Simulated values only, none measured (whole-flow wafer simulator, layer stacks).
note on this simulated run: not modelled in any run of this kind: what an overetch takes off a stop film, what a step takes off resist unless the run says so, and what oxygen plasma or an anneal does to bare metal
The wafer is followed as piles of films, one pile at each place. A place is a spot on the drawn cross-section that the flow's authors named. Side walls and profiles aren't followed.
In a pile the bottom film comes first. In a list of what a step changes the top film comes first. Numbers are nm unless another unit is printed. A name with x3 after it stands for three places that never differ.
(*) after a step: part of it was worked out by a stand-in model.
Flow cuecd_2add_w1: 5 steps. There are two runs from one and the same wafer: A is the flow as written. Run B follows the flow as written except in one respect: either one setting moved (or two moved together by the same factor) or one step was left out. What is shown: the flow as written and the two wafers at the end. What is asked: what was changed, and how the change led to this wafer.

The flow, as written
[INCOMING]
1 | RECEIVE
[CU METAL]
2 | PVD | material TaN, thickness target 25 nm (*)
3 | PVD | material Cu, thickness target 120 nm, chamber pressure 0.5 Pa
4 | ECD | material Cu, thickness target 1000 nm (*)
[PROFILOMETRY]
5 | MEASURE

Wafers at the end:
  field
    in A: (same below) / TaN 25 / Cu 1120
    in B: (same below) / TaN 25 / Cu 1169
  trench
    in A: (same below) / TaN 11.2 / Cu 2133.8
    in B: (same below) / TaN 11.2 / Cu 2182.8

What caused this: step 3, PVD: thickness target 169 nm was run, whereas the flow has thickness target 120 nm.

Step by step, how the change led to this:
  3 | PVD | material Cu, thickness target 120 nm, chamber pressure 0.5 Pa
      field: A +120 Cu (new film) | B +169 Cu (new film)
      trench: A +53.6 Cu (new film) | B +74.3 Cu (new film)
